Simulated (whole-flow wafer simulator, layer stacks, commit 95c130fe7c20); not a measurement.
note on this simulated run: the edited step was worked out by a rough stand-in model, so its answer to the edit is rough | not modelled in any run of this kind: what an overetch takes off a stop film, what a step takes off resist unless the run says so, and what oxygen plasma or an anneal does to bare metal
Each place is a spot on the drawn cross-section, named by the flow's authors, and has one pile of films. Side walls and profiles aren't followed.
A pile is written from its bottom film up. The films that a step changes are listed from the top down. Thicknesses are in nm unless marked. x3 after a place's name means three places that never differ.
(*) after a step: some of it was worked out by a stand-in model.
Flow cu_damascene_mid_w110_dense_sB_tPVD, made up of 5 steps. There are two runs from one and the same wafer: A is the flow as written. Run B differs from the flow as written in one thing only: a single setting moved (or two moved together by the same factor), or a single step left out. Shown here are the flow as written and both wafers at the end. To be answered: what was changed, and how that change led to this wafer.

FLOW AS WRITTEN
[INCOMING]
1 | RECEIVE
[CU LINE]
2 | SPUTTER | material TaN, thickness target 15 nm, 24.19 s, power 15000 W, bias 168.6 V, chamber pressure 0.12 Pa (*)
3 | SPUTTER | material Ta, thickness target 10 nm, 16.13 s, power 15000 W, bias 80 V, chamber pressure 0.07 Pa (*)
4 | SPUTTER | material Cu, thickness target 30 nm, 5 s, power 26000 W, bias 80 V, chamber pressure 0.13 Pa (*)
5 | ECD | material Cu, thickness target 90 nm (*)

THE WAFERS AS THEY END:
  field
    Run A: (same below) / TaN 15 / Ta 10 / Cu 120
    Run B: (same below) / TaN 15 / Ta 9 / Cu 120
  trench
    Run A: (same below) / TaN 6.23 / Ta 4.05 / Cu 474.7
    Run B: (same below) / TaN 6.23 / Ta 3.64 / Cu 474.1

Cause: step 3, SPUTTER: thickness target 9 nm was run, though the flow has thickness target 10 nm; step 3, SPUTTER: 14.52 s was run, where the flow has 16.13 s.
The wafer lets one read it off: field has Ta 9, and step 3 as written asks for 10 nm.

The path from the change to this, step by step:
  3 | SPUTTER | material Ta, thickness target 10 nm, 16.13 s, power 15000 W, bias 80 V, chamber pressure 0.07 Pa (*)
      field: A Ta gains 10 (new film) | B Ta gains 9 (new film)
